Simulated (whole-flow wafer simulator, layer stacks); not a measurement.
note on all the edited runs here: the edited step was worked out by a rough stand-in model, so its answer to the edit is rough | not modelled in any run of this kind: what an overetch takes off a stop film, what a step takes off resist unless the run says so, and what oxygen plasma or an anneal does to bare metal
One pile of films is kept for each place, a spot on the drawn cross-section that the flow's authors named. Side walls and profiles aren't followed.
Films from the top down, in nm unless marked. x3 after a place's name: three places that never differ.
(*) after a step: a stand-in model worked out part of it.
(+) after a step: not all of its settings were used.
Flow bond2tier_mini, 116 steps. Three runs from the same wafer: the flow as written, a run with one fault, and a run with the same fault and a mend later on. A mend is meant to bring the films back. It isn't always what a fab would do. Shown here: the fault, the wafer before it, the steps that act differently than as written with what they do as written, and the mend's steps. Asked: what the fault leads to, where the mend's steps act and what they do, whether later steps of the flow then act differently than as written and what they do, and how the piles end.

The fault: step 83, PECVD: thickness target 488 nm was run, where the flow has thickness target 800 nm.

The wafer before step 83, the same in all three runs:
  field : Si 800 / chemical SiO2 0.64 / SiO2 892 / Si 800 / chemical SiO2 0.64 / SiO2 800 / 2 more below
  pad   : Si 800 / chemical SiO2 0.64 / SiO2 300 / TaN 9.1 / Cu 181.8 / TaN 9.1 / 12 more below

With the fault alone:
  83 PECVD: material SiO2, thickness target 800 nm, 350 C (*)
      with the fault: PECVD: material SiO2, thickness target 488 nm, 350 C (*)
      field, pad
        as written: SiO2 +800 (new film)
        with the fault: SiO2 +488 (new film)
  Later steps of the flow that act differently than as written:
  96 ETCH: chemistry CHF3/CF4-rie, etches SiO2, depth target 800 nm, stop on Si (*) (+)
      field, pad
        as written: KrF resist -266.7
        with the fault: KrF resist -225.5
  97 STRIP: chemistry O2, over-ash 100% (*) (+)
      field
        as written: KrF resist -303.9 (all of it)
        with the fault: KrF resist -345.1 (all of it)
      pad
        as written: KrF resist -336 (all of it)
        with the fault: KrF resist -377.1 (all of it)
  At the end the piles differ from the flow's by more than 2% or 0.5 nm, whichever is larger, at field, pad.
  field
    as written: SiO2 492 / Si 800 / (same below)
    with the fault: SiO2 180 / Si 800 / (same below)
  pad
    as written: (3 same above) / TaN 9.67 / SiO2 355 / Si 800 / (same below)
    with the fault: (3 same above) / TaN 9.67 / SiO2 43 / Si 800 / (same below)

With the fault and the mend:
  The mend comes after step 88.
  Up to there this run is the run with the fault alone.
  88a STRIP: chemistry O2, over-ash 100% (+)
      field
        KrF resist -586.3 (all of it)
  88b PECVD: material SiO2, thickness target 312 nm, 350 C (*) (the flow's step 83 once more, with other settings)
      field, pad
        SiO2 +312
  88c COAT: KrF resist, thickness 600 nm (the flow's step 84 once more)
      field, pad
        KrF resist +600 (new film)
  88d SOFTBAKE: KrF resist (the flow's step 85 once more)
      changes no film at any place that is followed
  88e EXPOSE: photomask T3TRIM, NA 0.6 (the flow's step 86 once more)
      changes no film at any place that is followed
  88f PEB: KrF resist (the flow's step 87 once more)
      changes no film at any place that is followed
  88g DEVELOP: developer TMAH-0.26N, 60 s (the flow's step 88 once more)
      field
        KrF resist -13.7
      pad
        KrF resist -600 (all of it)
  No later step of the flow acts differently than as written at any place that is followed.
  At the end the piles are the same as the flow's at every place that both follow.
